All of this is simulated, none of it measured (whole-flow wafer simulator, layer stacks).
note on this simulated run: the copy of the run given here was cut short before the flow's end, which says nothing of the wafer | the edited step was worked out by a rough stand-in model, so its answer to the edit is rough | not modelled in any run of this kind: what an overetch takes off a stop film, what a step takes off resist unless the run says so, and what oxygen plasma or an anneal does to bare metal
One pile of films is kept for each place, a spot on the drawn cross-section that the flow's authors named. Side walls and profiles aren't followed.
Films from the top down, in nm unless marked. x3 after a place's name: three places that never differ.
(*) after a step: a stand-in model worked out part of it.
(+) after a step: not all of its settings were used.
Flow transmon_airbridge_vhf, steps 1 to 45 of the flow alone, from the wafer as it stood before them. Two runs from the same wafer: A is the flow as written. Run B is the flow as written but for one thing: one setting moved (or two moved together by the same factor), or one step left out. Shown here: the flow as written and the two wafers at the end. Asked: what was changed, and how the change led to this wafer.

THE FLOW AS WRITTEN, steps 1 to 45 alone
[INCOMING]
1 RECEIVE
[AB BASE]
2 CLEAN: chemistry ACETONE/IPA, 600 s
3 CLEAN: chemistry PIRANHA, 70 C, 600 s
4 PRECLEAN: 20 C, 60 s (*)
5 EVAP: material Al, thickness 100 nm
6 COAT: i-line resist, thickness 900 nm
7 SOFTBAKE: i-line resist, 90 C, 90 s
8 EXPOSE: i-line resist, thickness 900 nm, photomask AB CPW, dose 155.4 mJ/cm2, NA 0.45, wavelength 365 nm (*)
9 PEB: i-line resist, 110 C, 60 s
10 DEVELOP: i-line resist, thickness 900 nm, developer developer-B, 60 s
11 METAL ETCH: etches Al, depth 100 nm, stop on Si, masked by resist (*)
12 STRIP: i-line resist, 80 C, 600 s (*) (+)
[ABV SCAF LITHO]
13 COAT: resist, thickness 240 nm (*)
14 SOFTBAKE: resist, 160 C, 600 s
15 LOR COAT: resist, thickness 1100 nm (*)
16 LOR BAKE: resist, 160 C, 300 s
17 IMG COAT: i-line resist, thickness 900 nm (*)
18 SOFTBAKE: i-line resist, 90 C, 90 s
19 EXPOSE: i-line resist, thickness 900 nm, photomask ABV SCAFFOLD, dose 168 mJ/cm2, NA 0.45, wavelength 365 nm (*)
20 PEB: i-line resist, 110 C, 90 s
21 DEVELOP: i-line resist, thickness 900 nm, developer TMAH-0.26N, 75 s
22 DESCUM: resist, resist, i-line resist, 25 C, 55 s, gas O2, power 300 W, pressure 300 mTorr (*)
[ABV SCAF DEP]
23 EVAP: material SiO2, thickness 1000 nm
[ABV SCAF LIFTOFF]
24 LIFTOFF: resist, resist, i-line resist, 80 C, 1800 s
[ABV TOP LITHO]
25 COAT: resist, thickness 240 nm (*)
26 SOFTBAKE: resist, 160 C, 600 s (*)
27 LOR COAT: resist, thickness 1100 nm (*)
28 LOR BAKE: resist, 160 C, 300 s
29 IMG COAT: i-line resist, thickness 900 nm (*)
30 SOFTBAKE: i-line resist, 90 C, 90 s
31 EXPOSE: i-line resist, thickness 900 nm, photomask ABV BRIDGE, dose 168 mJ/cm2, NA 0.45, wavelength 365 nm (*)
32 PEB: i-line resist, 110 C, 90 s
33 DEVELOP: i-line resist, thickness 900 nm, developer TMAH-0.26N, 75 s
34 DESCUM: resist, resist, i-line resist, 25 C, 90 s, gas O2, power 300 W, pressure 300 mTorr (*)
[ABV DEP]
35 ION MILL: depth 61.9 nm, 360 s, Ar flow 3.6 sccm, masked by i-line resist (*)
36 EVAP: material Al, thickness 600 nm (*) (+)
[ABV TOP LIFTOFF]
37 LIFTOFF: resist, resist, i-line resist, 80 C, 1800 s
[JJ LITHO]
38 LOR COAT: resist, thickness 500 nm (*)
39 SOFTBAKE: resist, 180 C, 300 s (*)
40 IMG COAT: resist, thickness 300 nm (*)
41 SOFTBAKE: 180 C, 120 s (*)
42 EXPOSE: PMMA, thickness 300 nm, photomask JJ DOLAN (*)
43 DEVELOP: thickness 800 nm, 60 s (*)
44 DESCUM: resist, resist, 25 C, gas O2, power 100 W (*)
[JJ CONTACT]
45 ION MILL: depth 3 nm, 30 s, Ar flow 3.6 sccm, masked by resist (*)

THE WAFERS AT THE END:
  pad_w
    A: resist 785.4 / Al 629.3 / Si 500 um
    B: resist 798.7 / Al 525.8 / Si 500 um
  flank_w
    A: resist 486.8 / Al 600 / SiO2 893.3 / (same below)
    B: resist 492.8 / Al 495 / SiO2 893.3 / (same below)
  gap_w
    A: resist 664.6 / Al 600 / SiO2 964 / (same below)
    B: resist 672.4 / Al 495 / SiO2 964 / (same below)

The cause: step 36, EVAP: thickness 495 nm was run, where the flow has thickness 600 nm.
It can be read off the wafer: flank_w has Al 495, and step 36 as written asks for 600 nm.

How the change led to this, step by step:
  36 EVAP: material Al, thickness 600 nm (*) (+)
      field x3, jj_line, ground_far and 10 more: A Al +600 (new film) | B Al +495 (new film)
      pad_w, pad_e: A Al +591.2 | B Al +487.8
  37 LIFTOFF: resist, resist, i-line resist, 80 C, 1800 s
      field x3, jj_line, trace_open_s x2: A Al -600 (all of it), i-line resist -600 (all of it), resist -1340 (all of it) | B Al -495 (all of it), i-line resist -600 (all of it), resist -1340 (all of it)
      margin_s, margin_n: A Al -600 (all of it), i-line resist -318.3 (all of it), resist -992 (all of it) | B Al -495 (all of it), i-line resist -318.3 (all of it), resist -992 (all of it)
      (and at 1 more place)
  38 LOR COAT: resist, thickness 500 nm (*)
      bridge_strip: A resist +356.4 (new film) | B resist +368.4 (new film)
  40 IMG COAT: resist, thickness 300 nm (*)
      bridge_strip: A resist +197.1 | B resist +203.4
